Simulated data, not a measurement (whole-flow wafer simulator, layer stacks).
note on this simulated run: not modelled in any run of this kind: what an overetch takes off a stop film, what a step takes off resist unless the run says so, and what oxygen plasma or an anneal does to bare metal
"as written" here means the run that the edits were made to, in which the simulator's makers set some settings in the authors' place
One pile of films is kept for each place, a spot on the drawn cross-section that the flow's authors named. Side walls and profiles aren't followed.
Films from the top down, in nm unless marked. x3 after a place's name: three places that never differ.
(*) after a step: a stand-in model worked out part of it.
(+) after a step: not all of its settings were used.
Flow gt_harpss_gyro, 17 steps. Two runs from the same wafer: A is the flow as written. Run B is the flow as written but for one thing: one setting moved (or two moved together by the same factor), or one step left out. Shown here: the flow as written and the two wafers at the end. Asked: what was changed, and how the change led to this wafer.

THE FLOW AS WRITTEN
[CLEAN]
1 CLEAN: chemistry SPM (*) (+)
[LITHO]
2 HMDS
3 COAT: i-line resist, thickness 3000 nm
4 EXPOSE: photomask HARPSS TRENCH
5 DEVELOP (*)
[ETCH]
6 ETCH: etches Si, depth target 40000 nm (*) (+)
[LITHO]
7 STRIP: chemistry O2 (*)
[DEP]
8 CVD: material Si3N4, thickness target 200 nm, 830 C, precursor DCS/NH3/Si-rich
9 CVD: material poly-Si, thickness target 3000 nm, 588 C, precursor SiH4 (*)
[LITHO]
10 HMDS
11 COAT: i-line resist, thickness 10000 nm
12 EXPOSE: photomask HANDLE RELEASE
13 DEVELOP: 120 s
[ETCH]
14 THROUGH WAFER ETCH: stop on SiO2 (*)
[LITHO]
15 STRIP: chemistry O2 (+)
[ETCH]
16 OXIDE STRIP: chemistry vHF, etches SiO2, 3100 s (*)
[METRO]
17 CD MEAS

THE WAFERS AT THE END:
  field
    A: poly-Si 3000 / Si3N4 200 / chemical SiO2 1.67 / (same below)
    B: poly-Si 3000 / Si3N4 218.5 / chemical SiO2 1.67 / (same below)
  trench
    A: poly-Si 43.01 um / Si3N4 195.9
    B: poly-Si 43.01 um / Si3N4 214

The cause: step 8, CVD: thickness target 218.5 nm was run, where the flow has thickness target 200 nm.
It can be read off the wafer: field has Si3N4 218.5, and step 8 as written asks for 200 nm.

How the change led to this, step by step:
  8 CVD: material Si3N4, thickness target 200 nm, 830 C, precursor DCS/NH3/Si-rich
      field: A Si3N4 +200 (new film) | B Si3N4 +218.5 (new film)
      trench: A Si3N4 +195.9 (new film) | B Si3N4 +214 (new film)
